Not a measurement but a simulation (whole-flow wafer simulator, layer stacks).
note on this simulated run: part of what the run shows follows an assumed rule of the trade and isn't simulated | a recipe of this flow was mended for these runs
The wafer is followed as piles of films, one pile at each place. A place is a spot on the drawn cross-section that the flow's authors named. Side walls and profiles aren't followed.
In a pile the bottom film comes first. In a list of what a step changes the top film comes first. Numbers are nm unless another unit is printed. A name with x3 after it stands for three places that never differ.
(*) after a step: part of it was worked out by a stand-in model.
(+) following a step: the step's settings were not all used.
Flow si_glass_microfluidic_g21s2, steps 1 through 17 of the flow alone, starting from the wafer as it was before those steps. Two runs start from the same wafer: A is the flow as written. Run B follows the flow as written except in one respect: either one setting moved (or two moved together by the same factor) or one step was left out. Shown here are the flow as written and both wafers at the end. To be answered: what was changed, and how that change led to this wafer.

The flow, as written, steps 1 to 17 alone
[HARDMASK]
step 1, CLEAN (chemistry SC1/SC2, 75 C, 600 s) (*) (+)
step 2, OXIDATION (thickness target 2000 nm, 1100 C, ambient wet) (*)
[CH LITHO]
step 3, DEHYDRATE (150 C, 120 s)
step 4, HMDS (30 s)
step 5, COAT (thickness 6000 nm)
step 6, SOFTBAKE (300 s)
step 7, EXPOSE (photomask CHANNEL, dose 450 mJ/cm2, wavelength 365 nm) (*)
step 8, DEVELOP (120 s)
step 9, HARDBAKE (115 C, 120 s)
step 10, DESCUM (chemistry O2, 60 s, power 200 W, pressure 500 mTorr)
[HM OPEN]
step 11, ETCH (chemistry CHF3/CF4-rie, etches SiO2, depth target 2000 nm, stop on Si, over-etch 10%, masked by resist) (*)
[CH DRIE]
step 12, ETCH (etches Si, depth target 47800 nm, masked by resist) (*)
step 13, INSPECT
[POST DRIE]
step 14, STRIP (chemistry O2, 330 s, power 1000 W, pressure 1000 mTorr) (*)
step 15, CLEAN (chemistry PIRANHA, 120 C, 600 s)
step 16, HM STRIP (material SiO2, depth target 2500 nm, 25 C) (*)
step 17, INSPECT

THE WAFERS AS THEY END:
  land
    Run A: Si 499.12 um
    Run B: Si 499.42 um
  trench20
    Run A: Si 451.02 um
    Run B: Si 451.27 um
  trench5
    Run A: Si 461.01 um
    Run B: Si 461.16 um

What caused this: step 2, OXIDATION: thickness target 1300 nm was run, whereas the flow has thickness target 2000 nm.

Step by step, how the change led to this:
  step 2, OXIDATION (thickness target 2000 nm, 1100 C, ambient wet) (*)
      land, trench20, trench5, trench200: A +2000 SiO2 (new film), -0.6 chemical SiO2 (all of it), -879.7 Si | B +1300 SiO2 (new film), -0.6 chemical SiO2 (all of it), -571.7 Si
  step 11, ETCH (chemistry CHF3/CF4-rie, etches SiO2, depth target 2000 nm, stop on Si, over-etch 10%, masked by resist) (*)
      trench20, trench5, trench200: A -2000 SiO2 (all of it), -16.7 Si | B -1300 SiO2 (all of it), -75 Si
      land: A -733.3 thick-i-line-resist | B -476.7 thick-i-line-resist
  step 12, ETCH (etches Si, depth target 47800 nm, masked by resist) (*)
      trench5: A -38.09 um Si | B -38.19 um Si
      trench200: A -54.08 um Si | B -54 um Si
  step 14, STRIP (chemistry O2, 330 s, power 1000 W, pressure 1000 mTorr) (*)
      land: A -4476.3 thick-i-line-resist (all of it) | B -4733.9 thick-i-line-resist (all of it)
  step 16, HM STRIP (material SiO2, depth target 2500 nm, 25 C) (*)
      land: A -2000 SiO2 (all of it) | B -1300 SiO2 (all of it)
